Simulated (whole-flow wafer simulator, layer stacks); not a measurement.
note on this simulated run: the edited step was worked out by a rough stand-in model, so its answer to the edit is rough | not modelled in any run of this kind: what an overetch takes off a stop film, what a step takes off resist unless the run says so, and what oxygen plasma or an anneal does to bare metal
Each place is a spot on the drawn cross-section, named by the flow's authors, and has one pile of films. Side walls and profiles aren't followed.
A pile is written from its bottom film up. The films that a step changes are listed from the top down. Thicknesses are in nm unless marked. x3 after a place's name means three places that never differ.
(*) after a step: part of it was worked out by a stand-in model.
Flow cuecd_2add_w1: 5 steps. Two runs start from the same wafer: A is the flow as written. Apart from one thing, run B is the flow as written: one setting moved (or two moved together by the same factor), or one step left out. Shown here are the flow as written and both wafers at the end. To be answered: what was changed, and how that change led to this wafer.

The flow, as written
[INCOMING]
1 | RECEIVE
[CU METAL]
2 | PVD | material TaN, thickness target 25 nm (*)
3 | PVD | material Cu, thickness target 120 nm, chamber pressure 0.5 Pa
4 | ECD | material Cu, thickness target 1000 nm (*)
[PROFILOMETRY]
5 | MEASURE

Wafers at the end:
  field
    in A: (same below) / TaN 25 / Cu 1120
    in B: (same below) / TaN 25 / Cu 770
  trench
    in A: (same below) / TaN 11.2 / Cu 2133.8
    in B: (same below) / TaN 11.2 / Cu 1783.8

What caused this: step 4, ECD: thickness target 650 nm was run, whereas the flow has thickness target 1000 nm.

How this came from the change, step by step:
  4 | ECD | material Cu, thickness target 1000 nm (*)
      field: A Cu gains 1000 | B Cu gains 650
      trench: A Cu gains 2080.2 | B Cu gains 1730.2
